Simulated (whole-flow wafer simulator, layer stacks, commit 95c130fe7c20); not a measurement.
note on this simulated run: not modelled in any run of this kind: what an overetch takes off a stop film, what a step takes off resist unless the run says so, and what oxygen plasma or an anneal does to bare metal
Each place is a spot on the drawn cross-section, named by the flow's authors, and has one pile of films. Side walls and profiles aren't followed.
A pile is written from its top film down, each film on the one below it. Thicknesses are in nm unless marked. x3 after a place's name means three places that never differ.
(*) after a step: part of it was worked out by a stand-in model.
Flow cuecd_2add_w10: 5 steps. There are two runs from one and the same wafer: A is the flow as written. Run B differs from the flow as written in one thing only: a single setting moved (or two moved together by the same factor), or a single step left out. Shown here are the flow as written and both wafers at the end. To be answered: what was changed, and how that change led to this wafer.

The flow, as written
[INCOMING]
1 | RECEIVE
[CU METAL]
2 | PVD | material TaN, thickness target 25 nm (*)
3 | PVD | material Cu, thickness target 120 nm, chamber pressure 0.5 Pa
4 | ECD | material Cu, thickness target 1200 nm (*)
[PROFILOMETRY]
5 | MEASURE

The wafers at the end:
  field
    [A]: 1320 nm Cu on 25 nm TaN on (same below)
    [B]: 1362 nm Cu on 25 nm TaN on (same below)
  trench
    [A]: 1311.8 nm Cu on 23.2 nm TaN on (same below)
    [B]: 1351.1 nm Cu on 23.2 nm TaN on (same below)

What caused this: step 3, PVD: thickness target 162 nm was run, while the flow as written has thickness target 120 nm.

How this came from the change, step by step:
  3 | PVD | material Cu, thickness target 120 nm, chamber pressure 0.5 Pa
      field: A +120 Cu (new film) | B +162 Cu (new film)
      trench: A +111.8 Cu (new film) | B +151.1 Cu (new film)
